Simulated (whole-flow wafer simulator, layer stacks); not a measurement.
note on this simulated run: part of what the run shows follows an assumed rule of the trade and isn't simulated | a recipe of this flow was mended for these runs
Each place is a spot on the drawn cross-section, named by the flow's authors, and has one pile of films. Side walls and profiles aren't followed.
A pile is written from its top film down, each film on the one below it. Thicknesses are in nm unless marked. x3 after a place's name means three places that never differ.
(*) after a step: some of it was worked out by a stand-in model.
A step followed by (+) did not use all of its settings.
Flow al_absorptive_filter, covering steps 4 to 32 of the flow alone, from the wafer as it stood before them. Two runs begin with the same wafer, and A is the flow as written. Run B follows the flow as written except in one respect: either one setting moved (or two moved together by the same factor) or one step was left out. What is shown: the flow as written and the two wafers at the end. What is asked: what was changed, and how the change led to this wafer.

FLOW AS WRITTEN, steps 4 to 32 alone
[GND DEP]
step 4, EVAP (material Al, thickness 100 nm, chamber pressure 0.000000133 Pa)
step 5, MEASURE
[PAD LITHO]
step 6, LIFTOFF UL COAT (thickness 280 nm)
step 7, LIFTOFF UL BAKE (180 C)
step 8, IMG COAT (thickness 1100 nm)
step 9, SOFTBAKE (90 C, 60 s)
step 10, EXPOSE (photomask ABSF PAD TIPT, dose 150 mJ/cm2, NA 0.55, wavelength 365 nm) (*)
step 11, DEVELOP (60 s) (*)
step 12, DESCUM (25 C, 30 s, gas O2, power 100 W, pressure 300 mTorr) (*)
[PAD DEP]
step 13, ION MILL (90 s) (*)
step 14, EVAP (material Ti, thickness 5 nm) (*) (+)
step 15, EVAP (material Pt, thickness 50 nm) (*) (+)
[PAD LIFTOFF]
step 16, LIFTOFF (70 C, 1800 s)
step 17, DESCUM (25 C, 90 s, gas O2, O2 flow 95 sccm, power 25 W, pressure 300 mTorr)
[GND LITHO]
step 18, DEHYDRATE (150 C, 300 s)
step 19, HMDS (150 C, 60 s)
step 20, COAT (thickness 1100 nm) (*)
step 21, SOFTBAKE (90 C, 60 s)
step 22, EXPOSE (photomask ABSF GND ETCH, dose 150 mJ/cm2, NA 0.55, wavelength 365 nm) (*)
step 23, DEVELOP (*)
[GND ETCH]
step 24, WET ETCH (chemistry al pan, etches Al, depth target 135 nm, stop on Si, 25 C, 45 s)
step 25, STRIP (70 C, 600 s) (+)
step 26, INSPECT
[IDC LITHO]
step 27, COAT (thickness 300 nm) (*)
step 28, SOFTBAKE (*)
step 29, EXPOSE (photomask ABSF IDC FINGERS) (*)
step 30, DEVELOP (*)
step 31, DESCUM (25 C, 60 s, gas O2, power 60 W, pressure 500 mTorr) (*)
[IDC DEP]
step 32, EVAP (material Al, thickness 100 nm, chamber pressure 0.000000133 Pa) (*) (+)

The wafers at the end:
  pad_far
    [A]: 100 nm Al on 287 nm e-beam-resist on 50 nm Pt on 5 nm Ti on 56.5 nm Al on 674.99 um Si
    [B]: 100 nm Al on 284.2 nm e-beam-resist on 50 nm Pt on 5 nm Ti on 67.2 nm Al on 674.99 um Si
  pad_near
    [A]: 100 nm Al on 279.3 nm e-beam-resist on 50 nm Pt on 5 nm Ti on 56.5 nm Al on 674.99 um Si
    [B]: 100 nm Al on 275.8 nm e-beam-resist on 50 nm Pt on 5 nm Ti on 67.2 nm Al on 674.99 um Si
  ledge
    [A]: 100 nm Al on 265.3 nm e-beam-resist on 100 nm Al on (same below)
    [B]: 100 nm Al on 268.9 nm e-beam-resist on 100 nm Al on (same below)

The reason: step 13, ION MILL: 58 s was run, while the flow as written has 90 s.

How this came from the change, step by step:
  step 13, ION MILL (90 s) (*)
      gnd, ledge, res, xa_field x4, xl_gap, xl_turn, idc_field x2, idc_line: A i-line-resist loses 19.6 | B i-line-resist loses 12.7
      pad_far, pad_near: A Al loses 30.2 | B Al loses 19.4
